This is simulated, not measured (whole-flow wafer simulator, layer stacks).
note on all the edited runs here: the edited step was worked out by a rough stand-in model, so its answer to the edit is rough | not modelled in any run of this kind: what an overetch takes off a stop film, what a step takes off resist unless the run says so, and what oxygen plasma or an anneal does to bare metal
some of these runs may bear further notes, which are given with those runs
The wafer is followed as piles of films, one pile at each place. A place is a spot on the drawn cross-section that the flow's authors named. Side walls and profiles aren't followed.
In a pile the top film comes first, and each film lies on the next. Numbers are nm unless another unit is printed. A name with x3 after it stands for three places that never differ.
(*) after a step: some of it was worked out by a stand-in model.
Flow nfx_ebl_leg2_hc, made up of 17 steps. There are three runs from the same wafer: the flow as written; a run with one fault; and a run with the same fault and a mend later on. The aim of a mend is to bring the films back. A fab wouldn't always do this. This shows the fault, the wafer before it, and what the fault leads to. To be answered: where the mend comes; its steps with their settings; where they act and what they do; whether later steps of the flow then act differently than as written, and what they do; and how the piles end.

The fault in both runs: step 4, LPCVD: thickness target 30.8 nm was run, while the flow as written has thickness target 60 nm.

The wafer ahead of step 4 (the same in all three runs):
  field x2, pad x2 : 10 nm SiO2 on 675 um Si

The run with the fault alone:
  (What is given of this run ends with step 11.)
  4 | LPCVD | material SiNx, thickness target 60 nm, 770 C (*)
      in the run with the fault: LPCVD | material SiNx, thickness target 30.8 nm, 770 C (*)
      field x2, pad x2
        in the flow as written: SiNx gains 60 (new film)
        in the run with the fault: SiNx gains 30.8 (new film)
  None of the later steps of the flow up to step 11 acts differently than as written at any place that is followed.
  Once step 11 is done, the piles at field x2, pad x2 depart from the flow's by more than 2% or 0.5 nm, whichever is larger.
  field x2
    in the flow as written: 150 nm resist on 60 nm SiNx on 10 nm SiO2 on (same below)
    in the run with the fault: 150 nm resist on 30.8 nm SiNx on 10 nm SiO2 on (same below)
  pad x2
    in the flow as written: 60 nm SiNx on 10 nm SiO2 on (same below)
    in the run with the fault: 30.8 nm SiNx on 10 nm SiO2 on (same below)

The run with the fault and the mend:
  After step 5 comes the mend.
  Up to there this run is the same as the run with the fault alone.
  5a | LPCVD | material SiNx, thickness target 29.2 nm, 770 C (*) (a further turn of the flow's step 4, with different settings)
      field x2, pad x2
        SiNx gains 29.2
  None of the later steps of the flow acts differently than as written at any place that is followed.
  The piles end the same as the flow's at every place that both follow.
